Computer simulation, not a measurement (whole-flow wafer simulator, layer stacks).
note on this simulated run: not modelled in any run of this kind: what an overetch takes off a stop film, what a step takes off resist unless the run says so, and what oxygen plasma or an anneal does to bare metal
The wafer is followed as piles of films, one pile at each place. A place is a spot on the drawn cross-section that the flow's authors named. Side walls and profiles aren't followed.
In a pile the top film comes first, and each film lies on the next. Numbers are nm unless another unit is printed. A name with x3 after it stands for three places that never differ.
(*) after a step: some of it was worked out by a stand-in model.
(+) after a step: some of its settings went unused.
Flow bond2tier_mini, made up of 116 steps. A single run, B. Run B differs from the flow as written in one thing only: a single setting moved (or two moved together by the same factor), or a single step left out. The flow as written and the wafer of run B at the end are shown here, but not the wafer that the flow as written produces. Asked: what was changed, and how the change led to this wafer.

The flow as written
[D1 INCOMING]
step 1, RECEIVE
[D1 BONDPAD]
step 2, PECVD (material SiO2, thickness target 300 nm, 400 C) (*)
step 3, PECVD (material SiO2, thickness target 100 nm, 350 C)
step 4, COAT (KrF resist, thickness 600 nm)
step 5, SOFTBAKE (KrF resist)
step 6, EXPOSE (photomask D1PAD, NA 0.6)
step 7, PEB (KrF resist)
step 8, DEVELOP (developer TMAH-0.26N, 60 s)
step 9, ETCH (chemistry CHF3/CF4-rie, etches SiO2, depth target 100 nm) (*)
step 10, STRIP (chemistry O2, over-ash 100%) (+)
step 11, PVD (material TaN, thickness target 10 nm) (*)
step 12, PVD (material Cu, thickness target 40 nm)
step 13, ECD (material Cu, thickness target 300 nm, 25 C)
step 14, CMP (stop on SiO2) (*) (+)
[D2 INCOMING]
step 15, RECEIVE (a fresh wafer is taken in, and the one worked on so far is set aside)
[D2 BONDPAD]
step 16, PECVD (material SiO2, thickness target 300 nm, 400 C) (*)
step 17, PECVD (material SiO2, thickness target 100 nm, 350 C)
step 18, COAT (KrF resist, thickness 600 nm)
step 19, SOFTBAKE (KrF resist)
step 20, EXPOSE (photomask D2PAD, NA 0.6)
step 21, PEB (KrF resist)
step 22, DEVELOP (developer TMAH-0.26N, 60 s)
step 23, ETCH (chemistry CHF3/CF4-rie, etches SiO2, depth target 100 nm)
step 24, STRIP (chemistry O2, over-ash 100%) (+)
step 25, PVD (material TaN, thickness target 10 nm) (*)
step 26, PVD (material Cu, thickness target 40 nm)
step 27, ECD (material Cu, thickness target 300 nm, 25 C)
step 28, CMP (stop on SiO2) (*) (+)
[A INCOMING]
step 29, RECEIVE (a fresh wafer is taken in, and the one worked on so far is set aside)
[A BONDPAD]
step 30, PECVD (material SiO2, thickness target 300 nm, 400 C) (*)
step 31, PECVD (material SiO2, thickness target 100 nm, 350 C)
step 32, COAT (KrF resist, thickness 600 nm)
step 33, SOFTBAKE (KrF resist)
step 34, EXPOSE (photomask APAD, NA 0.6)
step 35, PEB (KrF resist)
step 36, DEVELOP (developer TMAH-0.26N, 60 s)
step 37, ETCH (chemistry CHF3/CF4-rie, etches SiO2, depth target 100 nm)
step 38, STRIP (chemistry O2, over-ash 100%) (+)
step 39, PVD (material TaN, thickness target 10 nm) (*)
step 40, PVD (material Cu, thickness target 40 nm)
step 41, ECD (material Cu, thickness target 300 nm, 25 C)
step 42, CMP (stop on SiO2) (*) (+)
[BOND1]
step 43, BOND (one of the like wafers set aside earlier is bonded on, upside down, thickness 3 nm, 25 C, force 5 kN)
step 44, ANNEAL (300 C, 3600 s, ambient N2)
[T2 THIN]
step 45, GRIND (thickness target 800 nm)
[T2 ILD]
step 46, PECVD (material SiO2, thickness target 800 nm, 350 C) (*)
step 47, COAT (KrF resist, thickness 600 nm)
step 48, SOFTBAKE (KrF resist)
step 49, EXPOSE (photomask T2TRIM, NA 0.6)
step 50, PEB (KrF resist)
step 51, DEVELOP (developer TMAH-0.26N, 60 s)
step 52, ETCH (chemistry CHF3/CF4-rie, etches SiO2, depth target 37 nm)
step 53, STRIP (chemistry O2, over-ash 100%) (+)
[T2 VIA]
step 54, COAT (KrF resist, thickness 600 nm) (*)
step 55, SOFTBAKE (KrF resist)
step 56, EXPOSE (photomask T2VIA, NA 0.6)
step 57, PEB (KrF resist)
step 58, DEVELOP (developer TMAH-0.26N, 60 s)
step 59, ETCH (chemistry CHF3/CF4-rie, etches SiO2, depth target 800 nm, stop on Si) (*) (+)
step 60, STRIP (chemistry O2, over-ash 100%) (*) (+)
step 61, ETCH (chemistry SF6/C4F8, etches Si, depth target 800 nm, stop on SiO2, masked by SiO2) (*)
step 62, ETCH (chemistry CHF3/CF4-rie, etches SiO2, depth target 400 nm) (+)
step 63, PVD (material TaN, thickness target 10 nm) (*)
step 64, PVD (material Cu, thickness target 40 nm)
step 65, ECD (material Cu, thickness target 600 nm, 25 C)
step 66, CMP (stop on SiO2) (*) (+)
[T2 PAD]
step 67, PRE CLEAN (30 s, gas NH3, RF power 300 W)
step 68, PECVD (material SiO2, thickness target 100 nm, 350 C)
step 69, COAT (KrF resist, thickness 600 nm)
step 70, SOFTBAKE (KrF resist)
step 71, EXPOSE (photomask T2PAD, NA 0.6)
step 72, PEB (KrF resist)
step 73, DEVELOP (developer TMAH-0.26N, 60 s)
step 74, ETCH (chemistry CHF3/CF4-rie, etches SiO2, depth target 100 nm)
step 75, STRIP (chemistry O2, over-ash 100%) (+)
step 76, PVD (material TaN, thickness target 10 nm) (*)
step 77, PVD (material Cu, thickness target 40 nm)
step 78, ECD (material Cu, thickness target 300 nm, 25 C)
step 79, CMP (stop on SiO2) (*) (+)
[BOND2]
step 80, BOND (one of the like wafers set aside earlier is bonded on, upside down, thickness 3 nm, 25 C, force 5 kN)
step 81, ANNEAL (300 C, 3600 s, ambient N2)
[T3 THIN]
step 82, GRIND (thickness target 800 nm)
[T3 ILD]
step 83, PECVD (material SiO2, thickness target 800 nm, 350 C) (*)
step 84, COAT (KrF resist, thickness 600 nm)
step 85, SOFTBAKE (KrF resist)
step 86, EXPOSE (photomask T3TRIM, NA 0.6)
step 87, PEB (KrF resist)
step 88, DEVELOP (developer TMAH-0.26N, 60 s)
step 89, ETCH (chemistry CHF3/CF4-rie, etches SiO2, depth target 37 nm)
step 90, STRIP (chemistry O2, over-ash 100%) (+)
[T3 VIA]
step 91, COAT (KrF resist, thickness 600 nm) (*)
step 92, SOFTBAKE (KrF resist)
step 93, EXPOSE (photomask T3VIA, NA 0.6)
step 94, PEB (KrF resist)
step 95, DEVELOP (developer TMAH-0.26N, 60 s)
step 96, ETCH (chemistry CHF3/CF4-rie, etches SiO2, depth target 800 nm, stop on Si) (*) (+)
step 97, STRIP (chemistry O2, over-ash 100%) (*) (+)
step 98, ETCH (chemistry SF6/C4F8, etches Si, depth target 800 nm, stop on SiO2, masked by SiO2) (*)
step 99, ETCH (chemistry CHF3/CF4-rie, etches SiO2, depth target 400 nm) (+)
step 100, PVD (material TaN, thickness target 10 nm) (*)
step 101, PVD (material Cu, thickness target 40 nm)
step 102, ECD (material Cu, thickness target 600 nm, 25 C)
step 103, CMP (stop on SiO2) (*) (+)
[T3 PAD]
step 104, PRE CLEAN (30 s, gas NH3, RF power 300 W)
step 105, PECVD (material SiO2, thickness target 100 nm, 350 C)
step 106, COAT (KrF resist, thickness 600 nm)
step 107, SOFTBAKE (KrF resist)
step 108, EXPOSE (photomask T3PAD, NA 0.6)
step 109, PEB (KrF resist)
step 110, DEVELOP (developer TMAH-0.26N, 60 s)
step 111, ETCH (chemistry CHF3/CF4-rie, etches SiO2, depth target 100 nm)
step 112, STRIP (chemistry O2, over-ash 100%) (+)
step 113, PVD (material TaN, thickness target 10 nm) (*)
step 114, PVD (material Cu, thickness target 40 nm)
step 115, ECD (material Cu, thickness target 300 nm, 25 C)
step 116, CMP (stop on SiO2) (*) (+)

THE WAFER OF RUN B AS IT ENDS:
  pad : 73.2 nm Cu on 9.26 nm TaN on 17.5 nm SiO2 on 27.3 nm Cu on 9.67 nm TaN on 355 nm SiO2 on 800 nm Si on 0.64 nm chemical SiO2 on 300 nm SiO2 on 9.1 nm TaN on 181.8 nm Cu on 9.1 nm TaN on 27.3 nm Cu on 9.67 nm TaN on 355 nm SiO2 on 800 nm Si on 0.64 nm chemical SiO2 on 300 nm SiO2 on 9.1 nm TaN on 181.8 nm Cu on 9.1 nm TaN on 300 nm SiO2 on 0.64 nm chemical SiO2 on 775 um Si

Cause: step 111, ETCH: depth target 82.5 nm was run, whereas the flow has depth target 100 nm.

How this came from the change, step by step:
  step 111, ETCH (chemistry CHF3/CF4-rie, etches SiO2, depth target 100 nm)
      pad: SiO2 loses 82.5 (in the flow as written it would be: SiO2 loses 100 (all of it))
      field: KrF resist loses 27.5 (in the flow as written it would be: KrF resist loses 33.3)
  step 115, ECD (material Cu, thickness target 300 nm, 25 C)
      pad: Cu gains 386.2 (in the flow as written it would be: Cu gains 404.5)
With metal films that touch counted as one body, pad has 4 bodies (between them, from the top down: SiO2 17.5; SiO2 355 / Si 800 / chemical SiO2 0.64 / SiO2 300; SiO2 355 / Si 800 / chemical SiO2 0.64 / SiO2 300); the flow as written gives 3 bodies (between them, from the top down: SiO2 355 / Si 800 / chemical SiO2 0.64 / SiO2 300; SiO2 355 / Si 800 / chemical SiO2 0.64 / SiO2 300).
